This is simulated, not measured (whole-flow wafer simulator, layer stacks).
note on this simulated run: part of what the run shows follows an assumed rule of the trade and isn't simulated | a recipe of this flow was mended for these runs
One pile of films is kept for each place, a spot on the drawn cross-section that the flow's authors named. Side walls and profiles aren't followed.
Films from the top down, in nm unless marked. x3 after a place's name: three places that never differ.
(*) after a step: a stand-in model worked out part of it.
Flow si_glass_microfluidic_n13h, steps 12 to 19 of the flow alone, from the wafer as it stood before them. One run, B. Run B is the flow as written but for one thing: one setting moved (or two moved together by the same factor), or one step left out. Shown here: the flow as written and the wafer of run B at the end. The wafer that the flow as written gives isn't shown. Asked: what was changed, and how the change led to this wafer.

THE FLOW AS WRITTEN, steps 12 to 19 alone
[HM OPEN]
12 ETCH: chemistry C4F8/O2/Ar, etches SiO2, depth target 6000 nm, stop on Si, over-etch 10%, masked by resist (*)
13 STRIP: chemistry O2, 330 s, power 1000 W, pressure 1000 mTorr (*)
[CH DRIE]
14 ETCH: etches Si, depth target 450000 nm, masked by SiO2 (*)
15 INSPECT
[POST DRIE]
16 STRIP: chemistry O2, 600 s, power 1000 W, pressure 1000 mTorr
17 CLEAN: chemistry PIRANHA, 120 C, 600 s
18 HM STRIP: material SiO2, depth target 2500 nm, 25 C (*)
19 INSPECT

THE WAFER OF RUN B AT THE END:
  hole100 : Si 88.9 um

The cause: step 12, ETCH: depth target 5568 nm was run, where the flow has depth target 6000 nm.

How the change led to this, step by step:
  12 ETCH: chemistry C4F8/O2/Ar, etches SiO2, depth target 6000 nm, stop on Si, over-etch 10%, masked by resist (*)
      land: thick-i-line-resist -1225 (as written it would be: thick-i-line-resist -1320)
      hole100: SiO2 -6000 (all of it), Si -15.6 (as written it would be: SiO2 -6000 (all of it), Si -75)
  13 STRIP: chemistry O2, 330 s, power 1000 W, pressure 1000 mTorr (*)
      land: thick-i-line-resist -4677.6 (all of it) (as written it would be: thick-i-line-resist -4582.5 (all of it))
